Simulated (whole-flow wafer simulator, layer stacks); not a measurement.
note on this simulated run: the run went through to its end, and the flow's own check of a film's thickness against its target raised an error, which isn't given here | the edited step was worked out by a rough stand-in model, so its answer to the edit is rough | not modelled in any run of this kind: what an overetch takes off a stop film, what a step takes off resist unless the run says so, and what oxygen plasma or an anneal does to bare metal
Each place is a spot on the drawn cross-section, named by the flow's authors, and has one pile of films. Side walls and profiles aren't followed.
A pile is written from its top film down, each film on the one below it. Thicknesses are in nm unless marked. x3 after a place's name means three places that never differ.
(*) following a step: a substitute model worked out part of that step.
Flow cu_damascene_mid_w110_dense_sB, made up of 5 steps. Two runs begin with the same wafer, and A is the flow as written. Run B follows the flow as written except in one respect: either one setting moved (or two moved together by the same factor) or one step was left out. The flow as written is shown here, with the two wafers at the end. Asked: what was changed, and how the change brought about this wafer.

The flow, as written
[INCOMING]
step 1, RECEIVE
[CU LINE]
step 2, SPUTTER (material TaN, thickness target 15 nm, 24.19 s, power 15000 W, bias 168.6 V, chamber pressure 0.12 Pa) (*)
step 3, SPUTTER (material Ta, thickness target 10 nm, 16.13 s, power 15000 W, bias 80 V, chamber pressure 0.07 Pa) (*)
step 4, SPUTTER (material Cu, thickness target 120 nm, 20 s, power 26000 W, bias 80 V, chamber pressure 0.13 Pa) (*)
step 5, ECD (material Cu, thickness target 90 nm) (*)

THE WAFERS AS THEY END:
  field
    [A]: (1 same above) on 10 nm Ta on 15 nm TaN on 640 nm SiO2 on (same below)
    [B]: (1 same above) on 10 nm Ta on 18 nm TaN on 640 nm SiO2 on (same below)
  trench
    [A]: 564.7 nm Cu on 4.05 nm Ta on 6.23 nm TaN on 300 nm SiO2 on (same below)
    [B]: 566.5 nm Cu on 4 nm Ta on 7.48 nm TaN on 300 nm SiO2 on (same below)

The reason: step 2, SPUTTER: 29.03 s was run, though the flow has 24.19 s.

The path from the change to this, step by step:
  step 2, SPUTTER (material TaN, thickness target 15 nm, 24.19 s, power 15000 W, bias 168.6 V, chamber pressure 0.12 Pa) (*)
      field: A TaN gains 15 (new film) | B TaN gains 18 (new film)
      trench: A TaN gains 6.23 (new film) | B TaN gains 7.48 (new film)
